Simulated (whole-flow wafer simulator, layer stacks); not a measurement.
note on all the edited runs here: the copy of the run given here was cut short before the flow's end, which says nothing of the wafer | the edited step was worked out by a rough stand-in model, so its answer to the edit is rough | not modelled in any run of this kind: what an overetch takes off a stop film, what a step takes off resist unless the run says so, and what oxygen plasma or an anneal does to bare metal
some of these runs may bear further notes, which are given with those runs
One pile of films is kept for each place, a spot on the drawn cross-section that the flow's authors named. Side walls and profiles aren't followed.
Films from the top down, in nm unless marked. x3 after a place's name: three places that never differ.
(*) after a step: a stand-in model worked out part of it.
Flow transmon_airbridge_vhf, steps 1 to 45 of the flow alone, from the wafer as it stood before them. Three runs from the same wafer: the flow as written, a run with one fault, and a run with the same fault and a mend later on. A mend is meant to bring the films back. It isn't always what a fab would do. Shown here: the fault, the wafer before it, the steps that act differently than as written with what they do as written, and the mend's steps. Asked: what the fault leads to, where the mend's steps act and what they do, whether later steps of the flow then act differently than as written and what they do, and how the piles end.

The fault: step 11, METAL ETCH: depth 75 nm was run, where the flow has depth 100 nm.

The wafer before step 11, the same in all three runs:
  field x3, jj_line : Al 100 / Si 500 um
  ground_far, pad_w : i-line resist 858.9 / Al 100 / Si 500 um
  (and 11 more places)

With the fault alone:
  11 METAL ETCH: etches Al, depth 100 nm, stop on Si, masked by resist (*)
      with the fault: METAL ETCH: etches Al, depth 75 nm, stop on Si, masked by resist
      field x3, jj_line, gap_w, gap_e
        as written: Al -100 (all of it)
        with the fault: Al -75
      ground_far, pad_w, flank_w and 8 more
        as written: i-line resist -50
        with the fault: i-line resist -37.5
  Later steps of the flow that act differently than as written (20 more steps differ only slightly, by at most 2% or 0.5 nm, whichever is larger, and aren't shown):
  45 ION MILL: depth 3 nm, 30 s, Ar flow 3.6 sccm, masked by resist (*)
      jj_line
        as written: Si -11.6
        with the fault: Al -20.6
  At the end the piles differ from the flow's by more than 2% or 0.5 nm, whichever is larger, at field x3, jj_line, gap_w, gap_e.
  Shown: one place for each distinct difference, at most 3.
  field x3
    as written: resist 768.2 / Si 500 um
    with the fault: resist 768.2 / Al 25 / Si 500 um
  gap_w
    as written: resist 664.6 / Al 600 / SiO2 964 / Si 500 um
    with the fault: resist 658 / Al 600 / SiO2 964 / Al 25 / Si 500 um
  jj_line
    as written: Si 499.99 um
    with the fault: Al 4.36 / Si 500 um

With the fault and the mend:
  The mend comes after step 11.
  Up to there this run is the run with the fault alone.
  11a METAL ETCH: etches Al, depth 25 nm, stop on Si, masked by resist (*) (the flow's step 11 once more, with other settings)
      ground_far, pad_w, flank_w and 8 more
        i-line resist -12.5
      field x3, jj_line, gap_w, gap_e
        Al -25 (all of it)
  No later step of the flow acts differently than as written at any place that is followed.
  At the end the piles are the same as the flow's at every place that both follow.
